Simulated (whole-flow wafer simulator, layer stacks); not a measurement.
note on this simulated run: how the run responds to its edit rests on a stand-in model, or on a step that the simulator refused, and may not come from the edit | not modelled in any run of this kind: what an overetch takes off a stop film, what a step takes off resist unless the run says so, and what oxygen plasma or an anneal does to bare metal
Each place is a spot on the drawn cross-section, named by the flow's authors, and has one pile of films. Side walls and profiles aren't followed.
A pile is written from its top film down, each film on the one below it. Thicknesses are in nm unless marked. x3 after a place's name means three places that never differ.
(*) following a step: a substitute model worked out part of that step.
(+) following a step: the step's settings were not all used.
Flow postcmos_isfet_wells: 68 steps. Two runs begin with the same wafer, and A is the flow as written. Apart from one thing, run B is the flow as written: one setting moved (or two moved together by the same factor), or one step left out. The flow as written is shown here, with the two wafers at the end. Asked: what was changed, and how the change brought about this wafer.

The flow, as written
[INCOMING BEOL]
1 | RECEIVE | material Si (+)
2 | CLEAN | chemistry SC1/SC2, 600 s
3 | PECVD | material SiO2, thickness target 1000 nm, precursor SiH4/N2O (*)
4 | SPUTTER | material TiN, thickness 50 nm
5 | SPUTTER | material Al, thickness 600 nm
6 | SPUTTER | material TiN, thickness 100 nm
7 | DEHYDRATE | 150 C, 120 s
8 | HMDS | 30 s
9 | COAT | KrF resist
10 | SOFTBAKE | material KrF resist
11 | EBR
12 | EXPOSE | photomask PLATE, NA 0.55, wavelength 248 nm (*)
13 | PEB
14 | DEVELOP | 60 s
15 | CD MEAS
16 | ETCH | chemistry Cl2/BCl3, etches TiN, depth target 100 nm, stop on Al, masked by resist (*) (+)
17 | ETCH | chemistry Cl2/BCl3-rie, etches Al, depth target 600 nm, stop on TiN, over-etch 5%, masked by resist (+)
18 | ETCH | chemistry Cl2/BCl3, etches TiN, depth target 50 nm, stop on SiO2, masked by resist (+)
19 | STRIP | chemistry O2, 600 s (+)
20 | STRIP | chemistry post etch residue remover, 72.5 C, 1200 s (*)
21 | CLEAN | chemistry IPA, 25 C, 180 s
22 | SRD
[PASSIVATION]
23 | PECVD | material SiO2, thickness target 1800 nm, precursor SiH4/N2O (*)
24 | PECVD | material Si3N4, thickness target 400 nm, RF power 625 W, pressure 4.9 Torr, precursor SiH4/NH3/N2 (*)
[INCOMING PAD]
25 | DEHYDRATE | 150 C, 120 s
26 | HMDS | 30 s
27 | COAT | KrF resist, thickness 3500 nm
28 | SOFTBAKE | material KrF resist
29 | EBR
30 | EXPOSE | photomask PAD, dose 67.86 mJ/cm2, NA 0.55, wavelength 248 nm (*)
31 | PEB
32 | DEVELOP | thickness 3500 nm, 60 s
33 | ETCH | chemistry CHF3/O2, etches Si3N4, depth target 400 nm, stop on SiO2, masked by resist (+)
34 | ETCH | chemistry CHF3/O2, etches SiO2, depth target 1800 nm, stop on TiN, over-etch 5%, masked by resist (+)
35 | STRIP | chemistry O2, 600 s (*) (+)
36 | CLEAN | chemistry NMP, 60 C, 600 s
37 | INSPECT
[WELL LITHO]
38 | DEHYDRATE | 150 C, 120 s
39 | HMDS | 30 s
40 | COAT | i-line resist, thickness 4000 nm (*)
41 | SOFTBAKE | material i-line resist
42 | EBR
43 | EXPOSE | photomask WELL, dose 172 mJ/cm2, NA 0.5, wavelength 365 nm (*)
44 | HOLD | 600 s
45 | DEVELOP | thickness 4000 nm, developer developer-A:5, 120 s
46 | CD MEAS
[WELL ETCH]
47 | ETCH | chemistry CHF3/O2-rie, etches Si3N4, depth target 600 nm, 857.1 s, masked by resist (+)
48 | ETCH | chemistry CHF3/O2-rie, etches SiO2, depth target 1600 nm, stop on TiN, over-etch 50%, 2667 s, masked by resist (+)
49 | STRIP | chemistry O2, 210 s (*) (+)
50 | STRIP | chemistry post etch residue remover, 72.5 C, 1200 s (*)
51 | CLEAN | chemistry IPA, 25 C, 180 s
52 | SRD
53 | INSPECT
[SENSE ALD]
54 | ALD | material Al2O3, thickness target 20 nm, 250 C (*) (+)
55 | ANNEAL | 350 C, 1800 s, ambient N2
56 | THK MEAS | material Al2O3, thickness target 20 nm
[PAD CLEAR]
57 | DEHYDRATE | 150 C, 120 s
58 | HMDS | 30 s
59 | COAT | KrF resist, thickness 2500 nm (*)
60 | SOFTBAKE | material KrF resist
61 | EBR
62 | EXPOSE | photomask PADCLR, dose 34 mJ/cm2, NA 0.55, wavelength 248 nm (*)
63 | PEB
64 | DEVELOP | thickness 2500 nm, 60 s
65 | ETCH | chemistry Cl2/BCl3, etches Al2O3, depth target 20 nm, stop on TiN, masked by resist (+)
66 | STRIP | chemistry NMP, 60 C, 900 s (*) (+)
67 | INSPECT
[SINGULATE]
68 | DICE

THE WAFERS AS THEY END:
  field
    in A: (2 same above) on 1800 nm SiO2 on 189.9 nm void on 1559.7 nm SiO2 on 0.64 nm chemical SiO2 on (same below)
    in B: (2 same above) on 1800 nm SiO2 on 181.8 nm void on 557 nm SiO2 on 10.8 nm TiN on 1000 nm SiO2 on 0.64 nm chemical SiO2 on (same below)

The reason: step 18, ETCH: depth target 38.8 nm was run, while the flow as written has depth target 50 nm.

The path from the change to this, step by step:
  18 | ETCH | chemistry Cl2/BCl3, etches TiN, depth target 50 nm, stop on SiO2, masked by resist (+)
      field: A TiN loses 50 (all of it) | B TiN loses 38.8
      margin, well900, well1300 x3, pad_rim, pad_clr, pad_open: A KrF resist loses 20 | B KrF resist loses 15.5
  23 | PECVD | material SiO2, thickness target 1800 nm, precursor SiH4/N2O (*)
      field: A SiO2 gains 1800 (new film), void gains 189.9 (new film), SiO2 gains 559.7 | B SiO2 gains 1800 (new film), void gains 181.8 (new film), SiO2 gains 557 (new film)
Taking metal films that touch as one body, field has 1 body; the flow as written gives 0 bodies.
